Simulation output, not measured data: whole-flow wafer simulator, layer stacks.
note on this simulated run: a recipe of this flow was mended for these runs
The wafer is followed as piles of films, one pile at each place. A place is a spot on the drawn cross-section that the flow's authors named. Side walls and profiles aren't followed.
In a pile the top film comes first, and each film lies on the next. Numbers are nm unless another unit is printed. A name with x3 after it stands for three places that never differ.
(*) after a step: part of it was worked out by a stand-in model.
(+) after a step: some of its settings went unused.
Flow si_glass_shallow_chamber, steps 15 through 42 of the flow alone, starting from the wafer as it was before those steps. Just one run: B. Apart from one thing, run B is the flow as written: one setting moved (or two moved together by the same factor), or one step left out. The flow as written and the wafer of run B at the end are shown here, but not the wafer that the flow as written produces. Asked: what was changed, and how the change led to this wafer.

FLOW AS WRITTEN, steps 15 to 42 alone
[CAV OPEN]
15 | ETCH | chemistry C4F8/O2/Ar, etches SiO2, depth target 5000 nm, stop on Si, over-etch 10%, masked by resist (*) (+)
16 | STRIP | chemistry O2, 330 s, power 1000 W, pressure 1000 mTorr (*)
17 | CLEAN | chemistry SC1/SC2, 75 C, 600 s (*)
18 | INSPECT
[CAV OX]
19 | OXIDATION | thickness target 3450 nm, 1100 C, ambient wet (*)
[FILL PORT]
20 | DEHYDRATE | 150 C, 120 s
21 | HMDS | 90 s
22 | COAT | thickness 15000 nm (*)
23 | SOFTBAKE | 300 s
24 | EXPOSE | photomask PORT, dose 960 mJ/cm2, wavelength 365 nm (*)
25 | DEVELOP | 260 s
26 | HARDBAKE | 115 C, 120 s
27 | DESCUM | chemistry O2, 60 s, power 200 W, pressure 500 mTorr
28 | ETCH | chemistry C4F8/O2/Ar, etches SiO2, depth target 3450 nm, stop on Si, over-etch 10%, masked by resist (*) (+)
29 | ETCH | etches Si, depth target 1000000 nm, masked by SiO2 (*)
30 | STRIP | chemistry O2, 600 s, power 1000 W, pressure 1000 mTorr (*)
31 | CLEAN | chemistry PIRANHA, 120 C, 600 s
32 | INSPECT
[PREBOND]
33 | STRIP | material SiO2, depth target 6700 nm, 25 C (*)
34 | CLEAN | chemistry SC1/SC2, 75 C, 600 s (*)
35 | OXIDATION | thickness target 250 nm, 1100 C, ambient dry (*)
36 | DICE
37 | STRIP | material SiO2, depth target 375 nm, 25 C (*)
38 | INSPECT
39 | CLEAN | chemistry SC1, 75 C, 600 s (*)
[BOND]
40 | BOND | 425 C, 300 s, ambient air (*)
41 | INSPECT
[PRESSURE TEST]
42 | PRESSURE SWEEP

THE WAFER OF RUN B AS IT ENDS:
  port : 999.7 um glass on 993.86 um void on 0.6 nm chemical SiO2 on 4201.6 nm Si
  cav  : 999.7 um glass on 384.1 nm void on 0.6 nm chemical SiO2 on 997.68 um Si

The reason: step 15, ETCH: depth target 2656 nm was run, though the flow has depth target 5000 nm.

Step by step, how the change led to this:
  15 | ETCH | chemistry C4F8/O2/Ar, etches SiO2, depth target 5000 nm, stop on Si, over-etch 10%, masked by resist (*) (+)
      cav, port: SiO2 loses 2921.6 (as written it would have been: SiO2 loses 5000 (all of it), Si loses 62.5)
      rim, ramp, septum, ring: thick-i-line-resist loses 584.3 (as written it would have been: thick-i-line-resist loses 1100)
  16 | STRIP | chemistry O2, 330 s, power 1000 W, pressure 1000 mTorr (*)
      cav, port: nothing (as written it would have been: chemical SiO2 gains 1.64 (new film), Si loses 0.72)
      rim, ramp, septum, ring: thick-i-line-resist loses 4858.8 (all of it) (as written it would have been: thick-i-line-resist loses 4343.1 (all of it))
  17 | CLEAN | chemistry SC1/SC2, 75 C, 600 s (*)
      cav, port: SiO2 loses 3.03 (as written it would have been: chemical SiO2 loses 1.04, Si loses 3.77)
  19 | OXIDATION | thickness target 3450 nm, 1100 C, ambient wet (*)
      cav, port: SiO2 gains 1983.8, Si loses 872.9 (as written it would have been: SiO2 gains 3450 (new film), chemical SiO2 loses 0.6 (all of it), Si loses 1517.7)
  22 | COAT | thickness 15000 nm (*)
      rim: thick-i-line-resist gains 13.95 um (new film) (as written it would have been: thick-i-line-resist gains 13.4 um (new film))
      ramp: thick-i-line-resist gains 13.62 um (new film) (as written it would have been: thick-i-line-resist gains 12.89 um (new film))
      (also at 4 further places)
  23 | SOFTBAKE | 300 s
      rim: thick-i-line-resist loses 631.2 (as written it would have been: thick-i-line-resist loses 997)
      ramp: thick-i-line-resist loses 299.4 (as written it would have been: thick-i-line-resist loses 487.1)
      (also at 4 further places)
  25 | DEVELOP | 260 s
      port: thick-i-line-resist loses 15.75 um (all of it) (as written it would have been: thick-i-line-resist loses 16.16 um (all of it))
  26 | HARDBAKE | 115 C, 120 s
      rim, ramp: thick-i-line-resist loses 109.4 (as written it would have been: thick-i-line-resist loses 98.2)
      cav: thick-i-line-resist loses 137.9 (as written it would have been: thick-i-line-resist loses 147.1)
  28 | ETCH | chemistry C4F8/O2/Ar, etches SiO2, depth target 3450 nm, stop on Si, over-etch 10%, masked by resist (*) (+)
      port: SiO2 loses 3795 (as written it would have been: SiO2 loses 3450 (all of it), Si loses 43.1)
  29 | ETCH | etches Si, depth target 1000000 nm, masked by SiO2 (*)
      port: SiO2 loses 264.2 (all of it), Si loses 993.48 um (as written it would have been: hole gains 997.05 um (new film), Si loses 997.05 um (all of it))
      rim, ramp: thick-i-line-resist loses 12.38 um (all of it), SiO2 loses 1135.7 (as written it would have been: thick-i-line-resist loses 11.47 um (all of it), SiO2 loses 1617.3)
      (also at 2 further places)
  30 | STRIP | chemistry O2, 600 s, power 1000 W, pressure 1000 mTorr (*)
      port: chemical SiO2 gains 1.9 (new film), Si loses 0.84 (as written it would have been: nothing)
      cav: thick-i-line-resist loses 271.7 (all of it) (as written it would have been: thick-i-line-resist loses 669.6 (all of it))
  33 | STRIP | material SiO2, depth target 6700 nm, 25 C (*)
      port: chemical SiO2 loses 1.9 (all of it) (as written it would have been: nothing)
      rim, ramp: SiO2 loses 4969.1 (all of it) (as written it would have been: SiO2 loses 4487.5 (all of it))
      (also at 1 further place)
  34 | CLEAN | chemistry SC1/SC2, 75 C, 600 s (*)
      port: chemical SiO2 gains 0.6 (new film), Si loses 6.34 (as written it would have been: nothing)
  35 | OXIDATION | thickness target 250 nm, 1100 C, ambient dry (*)
      port: SiO2 gains 250 (new film), chemical SiO2 loses 0.6 (all of it), Si loses 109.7 (as written it would have been: nothing)
  37 | STRIP | material SiO2, depth target 375 nm, 25 C (*)
      port: SiO2 loses 250 (all of it) (as written it would have been: nothing)
  39 | CLEAN | chemistry SC1, 75 C, 600 s (*)
      port: chemical SiO2 gains 0.6 (new film), Si loses 6.34 (as written it would have been: nothing)
  40 | BOND | 425 C, 300 s, ambient air (*)
      port: glass gains 999.7 um (new film), void gains 993.86 um (new film) (as written it would have been: glass gains 999.7 um (new film), hole gains 1017.3)
      cav: glass gains 999.7 um (new film), void gains 384.1 (new film) (as written it would have been: glass gains 999.7 um (new film), void gains 1095.9 (new film))
